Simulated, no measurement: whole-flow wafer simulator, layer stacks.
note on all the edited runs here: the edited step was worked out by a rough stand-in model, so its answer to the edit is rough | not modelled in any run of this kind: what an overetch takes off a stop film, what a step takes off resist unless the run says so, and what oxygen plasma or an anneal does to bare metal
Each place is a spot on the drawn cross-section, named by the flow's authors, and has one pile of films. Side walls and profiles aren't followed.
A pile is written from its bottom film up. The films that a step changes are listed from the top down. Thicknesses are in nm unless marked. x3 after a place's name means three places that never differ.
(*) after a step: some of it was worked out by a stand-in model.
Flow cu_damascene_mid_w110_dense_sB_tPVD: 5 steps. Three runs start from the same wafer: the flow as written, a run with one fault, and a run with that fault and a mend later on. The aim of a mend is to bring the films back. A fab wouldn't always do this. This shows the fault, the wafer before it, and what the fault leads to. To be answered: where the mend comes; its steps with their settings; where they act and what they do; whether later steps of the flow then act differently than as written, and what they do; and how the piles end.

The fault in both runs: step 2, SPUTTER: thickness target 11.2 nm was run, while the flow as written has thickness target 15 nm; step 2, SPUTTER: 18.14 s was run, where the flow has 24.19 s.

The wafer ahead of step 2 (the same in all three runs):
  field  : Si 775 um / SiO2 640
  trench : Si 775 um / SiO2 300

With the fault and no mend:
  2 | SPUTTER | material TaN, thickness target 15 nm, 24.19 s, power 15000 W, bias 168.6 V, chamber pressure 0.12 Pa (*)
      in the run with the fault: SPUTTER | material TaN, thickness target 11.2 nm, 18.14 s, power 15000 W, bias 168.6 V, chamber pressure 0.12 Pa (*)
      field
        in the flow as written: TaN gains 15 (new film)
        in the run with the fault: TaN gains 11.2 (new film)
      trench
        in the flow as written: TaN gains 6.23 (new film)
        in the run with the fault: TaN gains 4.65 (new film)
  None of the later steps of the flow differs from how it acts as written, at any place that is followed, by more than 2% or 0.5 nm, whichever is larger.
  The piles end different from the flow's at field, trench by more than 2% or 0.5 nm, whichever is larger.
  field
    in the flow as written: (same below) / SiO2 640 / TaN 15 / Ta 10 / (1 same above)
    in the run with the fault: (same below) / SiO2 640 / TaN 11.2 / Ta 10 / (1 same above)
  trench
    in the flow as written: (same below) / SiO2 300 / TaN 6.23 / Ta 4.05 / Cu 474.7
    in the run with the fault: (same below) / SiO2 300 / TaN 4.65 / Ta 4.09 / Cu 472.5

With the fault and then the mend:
  The mend stands after step 2.
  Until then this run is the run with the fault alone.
  2a | SPUTTER | material TaN, thickness target 3.8 nm, 6.128 s, power 15000 W, bias 168.6 V, chamber pressure 0.12 Pa (*) (the flow's step 2, run once more with other settings)
      field
        TaN gains 3.8
      trench
        TaN gains 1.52
  None of the later steps of the flow differs from how it acts as written, at any place that is followed, by more than 2% or 0.5 nm, whichever is larger.
  At the end the piles are close to the flow's at the places that both follow, differing by at most 2% or 0.5 nm, whichever is larger.
